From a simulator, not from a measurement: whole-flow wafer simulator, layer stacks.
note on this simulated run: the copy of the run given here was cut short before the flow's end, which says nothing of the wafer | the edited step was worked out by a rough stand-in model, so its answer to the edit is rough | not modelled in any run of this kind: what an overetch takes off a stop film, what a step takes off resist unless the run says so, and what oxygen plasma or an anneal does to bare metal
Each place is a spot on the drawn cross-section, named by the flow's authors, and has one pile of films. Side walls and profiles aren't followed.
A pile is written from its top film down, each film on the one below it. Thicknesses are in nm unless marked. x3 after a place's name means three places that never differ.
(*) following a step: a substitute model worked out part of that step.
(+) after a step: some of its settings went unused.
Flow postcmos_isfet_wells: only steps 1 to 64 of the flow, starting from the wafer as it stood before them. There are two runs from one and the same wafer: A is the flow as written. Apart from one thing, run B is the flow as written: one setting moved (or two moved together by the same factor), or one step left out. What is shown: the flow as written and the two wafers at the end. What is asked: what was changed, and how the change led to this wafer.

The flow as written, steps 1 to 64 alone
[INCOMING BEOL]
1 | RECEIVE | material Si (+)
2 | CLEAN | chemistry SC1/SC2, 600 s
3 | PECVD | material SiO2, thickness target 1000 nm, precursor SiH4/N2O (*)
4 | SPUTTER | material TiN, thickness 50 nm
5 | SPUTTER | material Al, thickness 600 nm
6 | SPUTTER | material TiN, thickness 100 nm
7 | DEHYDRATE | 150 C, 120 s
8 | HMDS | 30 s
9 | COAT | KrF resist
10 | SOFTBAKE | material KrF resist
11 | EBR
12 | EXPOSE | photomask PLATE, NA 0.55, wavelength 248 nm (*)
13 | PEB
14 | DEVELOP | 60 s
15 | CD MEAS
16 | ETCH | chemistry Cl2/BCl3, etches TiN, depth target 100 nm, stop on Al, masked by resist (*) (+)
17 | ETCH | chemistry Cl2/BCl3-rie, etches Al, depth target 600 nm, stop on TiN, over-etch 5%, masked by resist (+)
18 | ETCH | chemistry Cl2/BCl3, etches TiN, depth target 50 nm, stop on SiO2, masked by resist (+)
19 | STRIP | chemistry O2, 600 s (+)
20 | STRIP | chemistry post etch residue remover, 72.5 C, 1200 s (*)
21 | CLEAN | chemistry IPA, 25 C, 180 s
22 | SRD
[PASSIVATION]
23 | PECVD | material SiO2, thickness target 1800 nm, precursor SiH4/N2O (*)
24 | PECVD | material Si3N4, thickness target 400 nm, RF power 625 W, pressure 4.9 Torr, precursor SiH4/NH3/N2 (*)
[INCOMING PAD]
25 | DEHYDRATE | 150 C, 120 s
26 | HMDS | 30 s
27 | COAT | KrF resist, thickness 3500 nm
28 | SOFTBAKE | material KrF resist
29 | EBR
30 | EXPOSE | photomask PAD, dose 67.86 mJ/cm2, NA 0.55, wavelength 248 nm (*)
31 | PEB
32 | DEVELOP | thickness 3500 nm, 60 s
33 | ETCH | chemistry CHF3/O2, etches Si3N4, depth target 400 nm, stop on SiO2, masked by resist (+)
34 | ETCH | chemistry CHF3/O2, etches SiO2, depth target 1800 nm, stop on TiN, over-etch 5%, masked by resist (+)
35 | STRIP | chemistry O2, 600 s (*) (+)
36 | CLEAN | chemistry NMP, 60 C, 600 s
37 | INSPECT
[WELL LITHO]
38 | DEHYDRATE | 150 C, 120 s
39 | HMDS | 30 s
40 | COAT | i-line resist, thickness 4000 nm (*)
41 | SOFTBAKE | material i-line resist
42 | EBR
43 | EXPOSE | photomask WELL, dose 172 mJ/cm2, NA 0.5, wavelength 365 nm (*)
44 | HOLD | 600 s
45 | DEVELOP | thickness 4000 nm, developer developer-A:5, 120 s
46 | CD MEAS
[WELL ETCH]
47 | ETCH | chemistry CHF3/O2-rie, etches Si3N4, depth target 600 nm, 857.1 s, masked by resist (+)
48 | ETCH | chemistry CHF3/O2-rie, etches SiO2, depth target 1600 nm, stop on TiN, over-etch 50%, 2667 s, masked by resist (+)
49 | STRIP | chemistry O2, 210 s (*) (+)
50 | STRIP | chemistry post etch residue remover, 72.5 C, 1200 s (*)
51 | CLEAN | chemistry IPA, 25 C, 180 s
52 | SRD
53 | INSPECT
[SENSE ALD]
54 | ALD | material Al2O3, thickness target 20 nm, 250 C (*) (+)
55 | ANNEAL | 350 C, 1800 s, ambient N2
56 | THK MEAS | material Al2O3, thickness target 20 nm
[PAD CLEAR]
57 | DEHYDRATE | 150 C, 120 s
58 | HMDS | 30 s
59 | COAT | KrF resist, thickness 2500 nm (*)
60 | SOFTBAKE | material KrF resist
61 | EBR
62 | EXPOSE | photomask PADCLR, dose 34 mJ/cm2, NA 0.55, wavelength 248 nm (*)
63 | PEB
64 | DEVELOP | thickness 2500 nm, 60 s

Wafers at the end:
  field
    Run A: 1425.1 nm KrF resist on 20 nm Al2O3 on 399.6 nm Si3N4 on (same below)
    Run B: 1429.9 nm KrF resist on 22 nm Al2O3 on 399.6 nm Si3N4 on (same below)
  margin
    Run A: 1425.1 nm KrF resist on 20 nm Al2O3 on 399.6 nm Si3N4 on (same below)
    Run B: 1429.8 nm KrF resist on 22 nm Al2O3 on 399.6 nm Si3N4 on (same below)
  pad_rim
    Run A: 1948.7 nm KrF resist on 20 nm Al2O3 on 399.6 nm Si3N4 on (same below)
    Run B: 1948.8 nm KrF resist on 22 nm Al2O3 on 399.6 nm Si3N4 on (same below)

What caused this: step 54, ALD: thickness target 22 nm was run, whereas the flow has thickness target 20 nm.
One can read it off the wafer: field has Al2O3 22, and step 54 as written asks for 20 nm.

The path from the change to this, step by step:
  54 | ALD | material Al2O3, thickness target 20 nm, 250 C (*) (+)
      field, margin, well900, well1300 x3, pad_rim, pad_clr, pad_open: A Al2O3 gains 20 (new film) | B Al2O3 gains 22 (new film)
